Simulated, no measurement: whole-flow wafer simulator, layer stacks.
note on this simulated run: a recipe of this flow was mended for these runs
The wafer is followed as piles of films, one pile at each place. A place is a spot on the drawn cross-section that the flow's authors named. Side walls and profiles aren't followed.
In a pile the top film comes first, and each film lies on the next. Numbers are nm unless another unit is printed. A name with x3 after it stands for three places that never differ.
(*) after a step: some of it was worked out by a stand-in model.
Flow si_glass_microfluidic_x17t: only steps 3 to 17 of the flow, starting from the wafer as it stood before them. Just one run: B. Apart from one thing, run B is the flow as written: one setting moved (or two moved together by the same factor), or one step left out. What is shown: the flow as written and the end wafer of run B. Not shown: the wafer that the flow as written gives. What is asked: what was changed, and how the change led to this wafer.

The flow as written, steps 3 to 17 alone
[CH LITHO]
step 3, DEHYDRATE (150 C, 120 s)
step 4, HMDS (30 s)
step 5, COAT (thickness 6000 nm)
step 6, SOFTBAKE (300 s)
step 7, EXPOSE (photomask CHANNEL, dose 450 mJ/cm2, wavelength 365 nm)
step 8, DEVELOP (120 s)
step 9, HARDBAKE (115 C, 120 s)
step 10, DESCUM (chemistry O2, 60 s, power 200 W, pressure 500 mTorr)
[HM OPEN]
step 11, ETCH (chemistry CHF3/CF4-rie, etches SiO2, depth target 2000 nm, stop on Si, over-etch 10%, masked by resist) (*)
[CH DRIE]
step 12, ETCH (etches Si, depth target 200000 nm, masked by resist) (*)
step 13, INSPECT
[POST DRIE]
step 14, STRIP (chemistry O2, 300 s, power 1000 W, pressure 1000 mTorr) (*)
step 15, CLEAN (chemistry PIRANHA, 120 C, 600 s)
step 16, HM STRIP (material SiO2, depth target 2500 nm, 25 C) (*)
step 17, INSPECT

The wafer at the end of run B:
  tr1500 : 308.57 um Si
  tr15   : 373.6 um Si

Cause: step 5, COAT: thickness 4560 nm was run, though the flow has thickness 6000 nm.

How this came from the change, step by step:
  step 5, COAT (thickness 6000 nm)
      land, tr110, tr1500, tr15: +4560 thick-i-line-resist (new film) (as written it would have been: +6000 thick-i-line-resist (new film))
  step 8, DEVELOP (120 s)
      tr110, tr1500, tr15: -4560 thick-i-line-resist (all of it) (as written it would have been: -6000 thick-i-line-resist (all of it))
  step 9, HARDBAKE (115 C, 120 s)
      land: -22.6 thick-i-line-resist (as written it would have been: -33.5 thick-i-line-resist)
  step 12, ETCH (etches Si, depth target 200000 nm, masked by resist) (*)
      tr1500: -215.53 um Si (as written it would have been: -215.73 um Si)
      tr15: -150.5 um Si (as written it would have been: -149.99 um Si)
  step 14, STRIP (chemistry O2, 300 s, power 1000 W, pressure 1000 mTorr) (*)
      land: -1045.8 thick-i-line-resist (all of it) (as written it would have been: -2472.3 thick-i-line-resist (all of it))
